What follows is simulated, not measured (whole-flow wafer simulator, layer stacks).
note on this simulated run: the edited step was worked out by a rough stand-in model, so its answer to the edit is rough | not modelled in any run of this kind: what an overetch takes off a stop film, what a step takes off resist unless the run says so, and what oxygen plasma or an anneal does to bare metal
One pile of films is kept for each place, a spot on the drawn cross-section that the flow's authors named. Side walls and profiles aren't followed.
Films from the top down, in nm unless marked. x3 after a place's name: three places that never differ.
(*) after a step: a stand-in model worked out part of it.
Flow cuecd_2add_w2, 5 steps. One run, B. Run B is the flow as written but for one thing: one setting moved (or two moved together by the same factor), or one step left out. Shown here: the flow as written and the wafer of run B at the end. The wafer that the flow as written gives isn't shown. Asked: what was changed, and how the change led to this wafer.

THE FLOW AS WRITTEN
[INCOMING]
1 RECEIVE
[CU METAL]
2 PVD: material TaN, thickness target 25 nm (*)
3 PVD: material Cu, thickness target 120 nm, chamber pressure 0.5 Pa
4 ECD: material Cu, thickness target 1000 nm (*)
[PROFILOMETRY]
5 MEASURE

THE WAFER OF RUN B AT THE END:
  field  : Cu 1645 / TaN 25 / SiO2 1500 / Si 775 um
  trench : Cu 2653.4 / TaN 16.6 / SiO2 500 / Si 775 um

The cause: step 4, ECD: thickness target 1525 nm was run, where the flow has thickness target 1000 nm.

How the change led to this, step by step:
  4 ECD: material Cu, thickness target 1000 nm (*)
      field: Cu +1525 (as written it would be: Cu +1000)
      trench: Cu +2572.6 (as written it would be: Cu +2047.6)
